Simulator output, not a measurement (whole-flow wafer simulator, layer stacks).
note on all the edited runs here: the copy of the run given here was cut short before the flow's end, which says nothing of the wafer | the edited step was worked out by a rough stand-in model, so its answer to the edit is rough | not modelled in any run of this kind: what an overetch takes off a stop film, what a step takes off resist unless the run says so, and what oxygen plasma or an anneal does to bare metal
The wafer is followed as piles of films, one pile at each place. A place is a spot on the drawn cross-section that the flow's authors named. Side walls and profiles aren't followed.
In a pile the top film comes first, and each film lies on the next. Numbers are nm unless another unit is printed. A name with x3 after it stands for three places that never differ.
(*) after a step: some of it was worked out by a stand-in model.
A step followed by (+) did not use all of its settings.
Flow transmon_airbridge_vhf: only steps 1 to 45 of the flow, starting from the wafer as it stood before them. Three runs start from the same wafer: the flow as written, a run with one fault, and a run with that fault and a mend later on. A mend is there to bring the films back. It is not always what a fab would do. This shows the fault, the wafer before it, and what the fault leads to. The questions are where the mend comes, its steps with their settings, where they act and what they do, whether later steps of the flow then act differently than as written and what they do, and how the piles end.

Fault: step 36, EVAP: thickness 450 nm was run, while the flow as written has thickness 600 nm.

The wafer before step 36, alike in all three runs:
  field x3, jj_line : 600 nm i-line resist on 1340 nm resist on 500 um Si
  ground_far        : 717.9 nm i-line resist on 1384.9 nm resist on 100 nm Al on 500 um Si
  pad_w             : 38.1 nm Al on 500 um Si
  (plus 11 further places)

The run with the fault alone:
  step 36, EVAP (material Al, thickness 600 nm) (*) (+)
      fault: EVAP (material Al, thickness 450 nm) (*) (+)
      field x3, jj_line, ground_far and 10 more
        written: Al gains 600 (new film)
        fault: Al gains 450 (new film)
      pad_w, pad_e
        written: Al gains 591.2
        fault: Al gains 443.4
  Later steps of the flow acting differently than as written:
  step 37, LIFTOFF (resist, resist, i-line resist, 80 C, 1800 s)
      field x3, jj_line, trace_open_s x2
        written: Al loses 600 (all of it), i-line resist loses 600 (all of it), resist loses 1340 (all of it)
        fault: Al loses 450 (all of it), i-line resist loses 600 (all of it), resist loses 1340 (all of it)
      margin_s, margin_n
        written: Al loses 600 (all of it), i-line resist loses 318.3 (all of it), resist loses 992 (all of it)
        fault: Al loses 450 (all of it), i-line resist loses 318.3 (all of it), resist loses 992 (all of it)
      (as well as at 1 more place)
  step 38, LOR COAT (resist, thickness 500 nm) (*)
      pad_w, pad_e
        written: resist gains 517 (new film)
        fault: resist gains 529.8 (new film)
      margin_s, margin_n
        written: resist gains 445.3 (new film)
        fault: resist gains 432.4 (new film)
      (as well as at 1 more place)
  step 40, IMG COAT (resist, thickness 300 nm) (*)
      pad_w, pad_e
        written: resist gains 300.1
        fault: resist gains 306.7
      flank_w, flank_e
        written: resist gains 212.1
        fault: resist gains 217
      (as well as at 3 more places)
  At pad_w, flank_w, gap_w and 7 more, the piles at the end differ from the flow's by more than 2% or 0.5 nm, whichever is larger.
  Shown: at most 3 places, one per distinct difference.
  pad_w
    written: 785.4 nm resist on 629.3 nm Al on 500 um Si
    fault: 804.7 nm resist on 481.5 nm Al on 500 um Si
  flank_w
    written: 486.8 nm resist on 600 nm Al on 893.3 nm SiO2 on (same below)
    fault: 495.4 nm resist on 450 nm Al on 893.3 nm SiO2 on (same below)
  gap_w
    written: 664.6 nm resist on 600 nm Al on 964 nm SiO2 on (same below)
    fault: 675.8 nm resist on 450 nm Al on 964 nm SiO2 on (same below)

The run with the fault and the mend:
  After step 36 comes the mend.
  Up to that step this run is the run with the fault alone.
  step 36a, EVAP (material Al, thickness 150 nm) (*) (+) (a further turn of the flow's step 36, with different settings)
      field x3, jj_line, ground_far and 10 more
        Al gains 150
      pad_w, pad_e
        Al gains 147.8
  Later steps of the flow that are run all act as written at every place that is followed, up to a difference of at most 2% or 0.5 nm, whichever is larger.
  At the end the piles are close to the flow's at the places that both follow, differing by at most 2% or 0.5 nm, whichever is larger.
